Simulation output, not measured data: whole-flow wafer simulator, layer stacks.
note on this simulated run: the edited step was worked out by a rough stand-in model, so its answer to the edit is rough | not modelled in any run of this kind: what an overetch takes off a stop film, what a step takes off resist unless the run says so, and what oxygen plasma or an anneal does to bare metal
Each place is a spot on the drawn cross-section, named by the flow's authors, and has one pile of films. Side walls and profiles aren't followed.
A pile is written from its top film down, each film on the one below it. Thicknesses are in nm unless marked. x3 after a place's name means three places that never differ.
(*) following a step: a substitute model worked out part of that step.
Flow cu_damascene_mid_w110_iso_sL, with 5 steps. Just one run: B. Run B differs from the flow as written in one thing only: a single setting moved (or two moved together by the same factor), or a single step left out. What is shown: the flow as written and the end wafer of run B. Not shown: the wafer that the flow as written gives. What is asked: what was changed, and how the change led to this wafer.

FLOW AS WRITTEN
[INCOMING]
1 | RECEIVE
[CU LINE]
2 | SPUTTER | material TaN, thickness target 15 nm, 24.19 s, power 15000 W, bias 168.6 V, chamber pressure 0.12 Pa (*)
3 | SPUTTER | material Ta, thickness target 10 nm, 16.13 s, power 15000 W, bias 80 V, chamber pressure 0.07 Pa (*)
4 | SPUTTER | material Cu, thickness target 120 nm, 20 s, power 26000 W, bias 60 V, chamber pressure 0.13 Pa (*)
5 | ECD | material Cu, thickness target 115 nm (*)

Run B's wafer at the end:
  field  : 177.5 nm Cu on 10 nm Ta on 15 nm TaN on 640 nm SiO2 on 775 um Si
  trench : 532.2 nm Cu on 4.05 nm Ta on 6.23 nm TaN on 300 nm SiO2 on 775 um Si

Cause: step 5, ECD: thickness target 57.5 nm was run, while the flow as written has thickness target 115 nm.

Step by step, how the change led to this:
  5 | ECD | material Cu, thickness target 115 nm (*)
      field: Cu gains 57.5 (in the flow as written it would be: Cu gains 115)
      trench: Cu gains 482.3 (in the flow as written it would be: Cu gains 539.8)
